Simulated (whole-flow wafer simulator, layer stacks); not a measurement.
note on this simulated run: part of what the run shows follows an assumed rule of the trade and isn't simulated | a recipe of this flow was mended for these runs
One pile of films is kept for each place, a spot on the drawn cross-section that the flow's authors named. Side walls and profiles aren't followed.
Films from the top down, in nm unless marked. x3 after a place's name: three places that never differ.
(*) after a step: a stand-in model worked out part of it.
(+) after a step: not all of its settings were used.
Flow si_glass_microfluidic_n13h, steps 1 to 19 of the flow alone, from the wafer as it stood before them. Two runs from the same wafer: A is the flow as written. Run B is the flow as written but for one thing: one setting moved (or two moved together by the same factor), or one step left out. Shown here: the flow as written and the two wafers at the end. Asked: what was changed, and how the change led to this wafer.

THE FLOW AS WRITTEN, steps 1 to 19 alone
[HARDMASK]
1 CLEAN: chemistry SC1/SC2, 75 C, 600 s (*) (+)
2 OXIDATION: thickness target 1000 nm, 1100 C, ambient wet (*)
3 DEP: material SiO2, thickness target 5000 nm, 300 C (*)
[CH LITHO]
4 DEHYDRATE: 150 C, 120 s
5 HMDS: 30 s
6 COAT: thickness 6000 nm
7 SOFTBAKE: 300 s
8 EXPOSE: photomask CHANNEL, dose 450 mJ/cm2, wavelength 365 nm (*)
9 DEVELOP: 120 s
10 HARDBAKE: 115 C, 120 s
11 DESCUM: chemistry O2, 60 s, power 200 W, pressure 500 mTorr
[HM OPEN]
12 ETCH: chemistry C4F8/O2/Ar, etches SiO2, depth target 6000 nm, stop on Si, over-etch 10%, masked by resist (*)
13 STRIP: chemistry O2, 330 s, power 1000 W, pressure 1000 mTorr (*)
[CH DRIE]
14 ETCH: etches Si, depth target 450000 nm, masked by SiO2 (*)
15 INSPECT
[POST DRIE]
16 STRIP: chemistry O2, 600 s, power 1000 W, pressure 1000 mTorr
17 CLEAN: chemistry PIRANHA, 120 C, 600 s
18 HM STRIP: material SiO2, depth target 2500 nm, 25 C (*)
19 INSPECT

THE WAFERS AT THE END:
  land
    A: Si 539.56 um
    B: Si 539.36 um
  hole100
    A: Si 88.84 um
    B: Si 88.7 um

The cause: step 2, OXIDATION: thickness target 1450 nm was run, where the flow has thickness target 1000 nm.

How the change led to this, step by step:
  2 OXIDATION: thickness target 1000 nm, 1100 C, ambient wet (*)
      land, hole100: A SiO2 +1000 (new film), chemical SiO2 -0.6 (all of it), Si -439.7 | B SiO2 +1450 (new film), chemical SiO2 -0.6 (all of it), Si -637.7
  12 ETCH: chemistry C4F8/O2/Ar, etches SiO2, depth target 6000 nm, stop on Si, over-etch 10%, masked by resist (*)
      hole100: A SiO2 -6000 (all of it), Si -75 | B SiO2 -6450 (all of it), Si -18.8
  18 HM STRIP: material SiO2, depth target 2500 nm, 25 C (*)
      land: A SiO2 -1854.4 (all of it) | B SiO2 -2303.3 (all of it)
